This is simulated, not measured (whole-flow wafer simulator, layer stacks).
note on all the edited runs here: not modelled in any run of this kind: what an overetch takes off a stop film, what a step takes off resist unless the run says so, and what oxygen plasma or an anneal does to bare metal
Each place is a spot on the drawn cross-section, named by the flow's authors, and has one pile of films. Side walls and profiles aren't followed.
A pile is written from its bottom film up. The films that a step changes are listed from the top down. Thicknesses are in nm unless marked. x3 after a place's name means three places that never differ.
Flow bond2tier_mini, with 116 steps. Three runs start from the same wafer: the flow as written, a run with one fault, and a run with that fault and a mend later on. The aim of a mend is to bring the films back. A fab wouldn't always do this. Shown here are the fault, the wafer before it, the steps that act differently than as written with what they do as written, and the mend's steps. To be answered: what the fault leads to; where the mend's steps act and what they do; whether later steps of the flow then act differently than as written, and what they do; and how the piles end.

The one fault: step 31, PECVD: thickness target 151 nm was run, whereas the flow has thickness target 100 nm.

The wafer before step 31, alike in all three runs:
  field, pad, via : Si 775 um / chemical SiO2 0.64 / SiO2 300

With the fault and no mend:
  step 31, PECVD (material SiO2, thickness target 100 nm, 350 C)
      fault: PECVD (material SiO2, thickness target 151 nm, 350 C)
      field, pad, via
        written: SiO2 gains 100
        fault: SiO2 gains 151
  None of the later steps of the flow acts differently than as written at any place that is followed.
  The piles end different from the flow's at field, pad by more than 2% or 0.5 nm, whichever is larger.
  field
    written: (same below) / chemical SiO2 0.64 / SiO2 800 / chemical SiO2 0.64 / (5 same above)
    fault: (same below) / chemical SiO2 0.64 / SiO2 851 / chemical SiO2 0.64 / (5 same above)
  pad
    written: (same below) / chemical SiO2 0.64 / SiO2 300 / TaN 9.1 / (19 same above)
    fault: (same below) / chemical SiO2 0.64 / SiO2 351 / TaN 9.1 / (19 same above)

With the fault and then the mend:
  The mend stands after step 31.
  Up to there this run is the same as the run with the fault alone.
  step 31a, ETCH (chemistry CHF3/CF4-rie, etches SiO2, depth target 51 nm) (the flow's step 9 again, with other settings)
      field, pad, via
        SiO2 loses 51
  None of the later steps of the flow acts differently than as written at any place that is followed.
  At every place that both follow, the piles at the end match the flow's.
